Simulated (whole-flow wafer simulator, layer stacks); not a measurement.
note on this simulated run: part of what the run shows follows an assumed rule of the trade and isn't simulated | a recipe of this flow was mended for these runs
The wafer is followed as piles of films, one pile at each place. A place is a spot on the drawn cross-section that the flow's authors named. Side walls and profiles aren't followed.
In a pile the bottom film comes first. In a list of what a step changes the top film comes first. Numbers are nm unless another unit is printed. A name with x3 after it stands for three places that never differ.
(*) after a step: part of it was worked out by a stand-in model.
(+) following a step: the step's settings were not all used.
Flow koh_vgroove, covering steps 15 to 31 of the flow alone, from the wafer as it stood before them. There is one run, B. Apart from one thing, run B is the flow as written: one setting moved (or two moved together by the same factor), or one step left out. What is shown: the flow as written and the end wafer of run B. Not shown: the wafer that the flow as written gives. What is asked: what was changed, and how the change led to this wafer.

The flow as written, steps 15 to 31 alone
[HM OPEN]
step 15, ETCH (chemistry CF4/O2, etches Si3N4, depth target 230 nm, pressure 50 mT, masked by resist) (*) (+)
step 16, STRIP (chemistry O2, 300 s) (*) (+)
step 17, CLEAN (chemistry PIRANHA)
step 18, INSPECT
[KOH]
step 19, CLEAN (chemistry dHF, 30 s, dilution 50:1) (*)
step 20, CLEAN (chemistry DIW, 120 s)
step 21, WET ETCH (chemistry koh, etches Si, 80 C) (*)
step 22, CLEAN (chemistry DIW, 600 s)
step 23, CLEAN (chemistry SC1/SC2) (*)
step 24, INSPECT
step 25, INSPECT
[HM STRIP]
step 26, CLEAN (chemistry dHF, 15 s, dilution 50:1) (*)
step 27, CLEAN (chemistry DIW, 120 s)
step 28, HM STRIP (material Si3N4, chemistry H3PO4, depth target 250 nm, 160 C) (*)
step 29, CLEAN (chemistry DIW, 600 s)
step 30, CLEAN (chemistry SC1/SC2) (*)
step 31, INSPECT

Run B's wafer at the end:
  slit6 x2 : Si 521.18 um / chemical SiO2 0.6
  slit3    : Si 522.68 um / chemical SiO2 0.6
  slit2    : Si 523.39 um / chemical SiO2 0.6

What caused this: step 15, ETCH: depth target 284 nm was run, though the flow has depth target 230 nm.

Step by step, how the change led to this:
  step 15, ETCH (chemistry CF4/O2, etches Si3N4, depth target 230 nm, pressure 50 mT, masked by resist) (*) (+)
      slit3, slit2, slit6 x2: -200 Si3N4 (all of it), -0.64 chemical SiO2 (all of it), -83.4 Si (in the flow as written it would be: -200 Si3N4 (all of it), -0.64 chemical SiO2 (all of it), -29.4 Si)
      field: -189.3 i-line-resist (in the flow as written it would be: -153.3 i-line-resist)
  step 16, STRIP (chemistry O2, 300 s) (*) (+)
      field: -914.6 i-line-resist (all of it) (in the flow as written it would be: -950.6 i-line-resist (all of it))
